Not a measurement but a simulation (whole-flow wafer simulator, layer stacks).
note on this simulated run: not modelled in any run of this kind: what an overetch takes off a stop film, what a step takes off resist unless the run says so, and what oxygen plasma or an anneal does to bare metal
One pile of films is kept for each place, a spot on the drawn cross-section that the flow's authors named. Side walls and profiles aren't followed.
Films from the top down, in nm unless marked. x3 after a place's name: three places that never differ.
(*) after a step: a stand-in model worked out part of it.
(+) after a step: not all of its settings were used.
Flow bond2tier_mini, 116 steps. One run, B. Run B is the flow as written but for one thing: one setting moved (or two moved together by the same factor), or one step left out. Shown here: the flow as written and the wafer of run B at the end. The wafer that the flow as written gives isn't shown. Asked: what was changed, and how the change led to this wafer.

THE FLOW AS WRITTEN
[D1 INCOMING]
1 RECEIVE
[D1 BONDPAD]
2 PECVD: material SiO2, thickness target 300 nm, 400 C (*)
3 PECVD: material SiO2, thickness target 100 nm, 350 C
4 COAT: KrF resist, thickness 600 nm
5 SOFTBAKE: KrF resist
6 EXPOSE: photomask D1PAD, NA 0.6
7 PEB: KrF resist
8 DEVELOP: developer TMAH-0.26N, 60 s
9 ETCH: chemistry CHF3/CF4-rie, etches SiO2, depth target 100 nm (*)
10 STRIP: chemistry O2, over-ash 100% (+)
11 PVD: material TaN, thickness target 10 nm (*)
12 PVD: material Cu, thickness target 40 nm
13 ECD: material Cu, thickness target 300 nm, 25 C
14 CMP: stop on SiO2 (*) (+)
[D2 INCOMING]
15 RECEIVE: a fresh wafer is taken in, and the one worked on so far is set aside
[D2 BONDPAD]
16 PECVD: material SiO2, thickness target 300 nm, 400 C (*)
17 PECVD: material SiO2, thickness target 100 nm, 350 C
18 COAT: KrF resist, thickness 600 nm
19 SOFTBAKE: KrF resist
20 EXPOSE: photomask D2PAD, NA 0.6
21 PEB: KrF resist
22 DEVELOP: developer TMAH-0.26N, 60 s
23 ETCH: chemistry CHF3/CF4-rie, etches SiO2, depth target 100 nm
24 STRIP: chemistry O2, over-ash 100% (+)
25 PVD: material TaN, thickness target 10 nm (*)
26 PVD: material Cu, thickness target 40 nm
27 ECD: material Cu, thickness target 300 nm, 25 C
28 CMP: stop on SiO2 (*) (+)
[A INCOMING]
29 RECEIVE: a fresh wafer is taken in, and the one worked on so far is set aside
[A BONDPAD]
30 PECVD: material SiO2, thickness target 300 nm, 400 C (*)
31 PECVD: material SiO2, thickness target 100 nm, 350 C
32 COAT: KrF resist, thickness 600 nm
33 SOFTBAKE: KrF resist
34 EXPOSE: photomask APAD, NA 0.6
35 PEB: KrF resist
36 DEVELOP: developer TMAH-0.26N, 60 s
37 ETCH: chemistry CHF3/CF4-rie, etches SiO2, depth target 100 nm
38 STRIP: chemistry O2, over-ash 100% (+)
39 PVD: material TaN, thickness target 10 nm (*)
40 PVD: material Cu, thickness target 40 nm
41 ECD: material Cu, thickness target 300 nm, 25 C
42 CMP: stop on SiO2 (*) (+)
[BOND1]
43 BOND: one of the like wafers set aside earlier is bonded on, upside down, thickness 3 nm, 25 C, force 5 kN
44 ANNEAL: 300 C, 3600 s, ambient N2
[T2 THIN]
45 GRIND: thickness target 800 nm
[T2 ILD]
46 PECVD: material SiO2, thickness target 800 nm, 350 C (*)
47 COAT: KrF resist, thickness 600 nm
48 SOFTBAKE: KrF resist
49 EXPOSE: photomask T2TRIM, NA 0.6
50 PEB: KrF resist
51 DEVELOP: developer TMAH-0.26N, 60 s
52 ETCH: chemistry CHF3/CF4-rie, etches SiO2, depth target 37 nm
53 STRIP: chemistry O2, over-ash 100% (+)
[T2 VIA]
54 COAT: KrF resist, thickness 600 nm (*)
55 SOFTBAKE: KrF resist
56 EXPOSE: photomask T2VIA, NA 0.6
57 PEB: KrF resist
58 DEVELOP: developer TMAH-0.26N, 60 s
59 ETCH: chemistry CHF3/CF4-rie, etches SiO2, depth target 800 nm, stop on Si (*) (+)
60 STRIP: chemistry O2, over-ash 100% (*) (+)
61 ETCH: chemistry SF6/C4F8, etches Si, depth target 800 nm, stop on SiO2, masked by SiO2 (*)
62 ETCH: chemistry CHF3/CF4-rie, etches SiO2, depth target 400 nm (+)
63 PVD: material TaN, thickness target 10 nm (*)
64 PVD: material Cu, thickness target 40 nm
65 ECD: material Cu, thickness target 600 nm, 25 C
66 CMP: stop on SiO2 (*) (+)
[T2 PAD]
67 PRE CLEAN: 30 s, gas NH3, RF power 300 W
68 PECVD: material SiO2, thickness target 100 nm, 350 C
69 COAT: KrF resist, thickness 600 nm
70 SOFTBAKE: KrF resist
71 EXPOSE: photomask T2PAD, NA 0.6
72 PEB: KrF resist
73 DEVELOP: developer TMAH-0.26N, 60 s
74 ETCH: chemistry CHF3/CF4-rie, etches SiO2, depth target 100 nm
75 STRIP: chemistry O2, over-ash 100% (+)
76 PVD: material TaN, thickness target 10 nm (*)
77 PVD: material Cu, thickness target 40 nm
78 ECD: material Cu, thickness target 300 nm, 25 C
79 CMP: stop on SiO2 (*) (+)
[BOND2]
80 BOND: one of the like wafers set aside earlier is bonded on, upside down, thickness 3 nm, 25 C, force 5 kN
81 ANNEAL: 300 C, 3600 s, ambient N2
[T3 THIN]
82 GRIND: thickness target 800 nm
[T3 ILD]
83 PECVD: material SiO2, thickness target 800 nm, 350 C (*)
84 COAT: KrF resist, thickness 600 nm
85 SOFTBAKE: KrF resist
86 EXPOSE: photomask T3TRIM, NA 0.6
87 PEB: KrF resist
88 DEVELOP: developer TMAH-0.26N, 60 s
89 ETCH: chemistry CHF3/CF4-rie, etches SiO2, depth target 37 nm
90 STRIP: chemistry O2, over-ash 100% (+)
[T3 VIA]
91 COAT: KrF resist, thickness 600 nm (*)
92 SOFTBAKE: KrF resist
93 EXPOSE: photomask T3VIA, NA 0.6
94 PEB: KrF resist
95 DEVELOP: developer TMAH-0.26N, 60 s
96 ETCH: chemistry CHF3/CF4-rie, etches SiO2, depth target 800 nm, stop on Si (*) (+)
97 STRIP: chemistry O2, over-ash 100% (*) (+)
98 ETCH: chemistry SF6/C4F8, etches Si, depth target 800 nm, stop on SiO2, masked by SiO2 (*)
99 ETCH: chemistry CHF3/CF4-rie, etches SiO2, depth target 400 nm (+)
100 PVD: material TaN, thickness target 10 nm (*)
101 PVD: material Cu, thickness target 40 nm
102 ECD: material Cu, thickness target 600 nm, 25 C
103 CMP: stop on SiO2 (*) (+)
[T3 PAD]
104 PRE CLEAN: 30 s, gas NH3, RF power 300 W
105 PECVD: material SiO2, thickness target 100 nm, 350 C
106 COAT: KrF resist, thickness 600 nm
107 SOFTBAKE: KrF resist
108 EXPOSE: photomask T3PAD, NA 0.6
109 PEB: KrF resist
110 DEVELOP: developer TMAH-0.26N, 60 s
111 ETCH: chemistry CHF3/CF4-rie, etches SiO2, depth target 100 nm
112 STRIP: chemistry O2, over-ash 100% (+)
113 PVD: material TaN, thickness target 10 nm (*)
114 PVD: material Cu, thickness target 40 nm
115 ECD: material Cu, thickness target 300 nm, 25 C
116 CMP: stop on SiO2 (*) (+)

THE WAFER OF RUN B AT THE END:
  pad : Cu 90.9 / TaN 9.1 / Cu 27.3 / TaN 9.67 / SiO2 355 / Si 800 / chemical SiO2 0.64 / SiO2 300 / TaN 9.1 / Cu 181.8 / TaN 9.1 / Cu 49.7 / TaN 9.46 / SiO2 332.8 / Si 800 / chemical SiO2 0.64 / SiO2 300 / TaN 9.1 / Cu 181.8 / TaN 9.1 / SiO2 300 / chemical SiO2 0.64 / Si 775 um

The cause: step 52, ETCH: depth target 59.2 nm was run, where the flow has depth target 37 nm.

How the change led to this, step by step:
  52 ETCH: chemistry CHF3/CF4-rie, etches SiO2, depth target 37 nm
      pad, via: SiO2 -59.2 (as written it would be: SiO2 -37)
      field: KrF resist -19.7 (as written it would be: KrF resist -12.3)
  59 ETCH: chemistry CHF3/CF4-rie, etches SiO2, depth target 800 nm, stop on Si (*) (+)
      via: SiO2 -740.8 (all of it) (as written it would be: SiO2 -763 (all of it))
  60 STRIP: chemistry O2, over-ash 100% (*) (+)
      field: KrF resist -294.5 (all of it) (as written it would be: KrF resist -303.9 (all of it))
      pad: KrF resist -345.8 (all of it) (as written it would be: KrF resist -336 (all of it))
  64 PVD: material Cu, thickness target 40 nm
      pad: Cu +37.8 (new film) (as written it would be: Cu +38.7 (new film))
  65 ECD: material Cu, thickness target 600 nm, 25 C
      pad: Cu +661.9 (as written it would be: Cu +638.7)
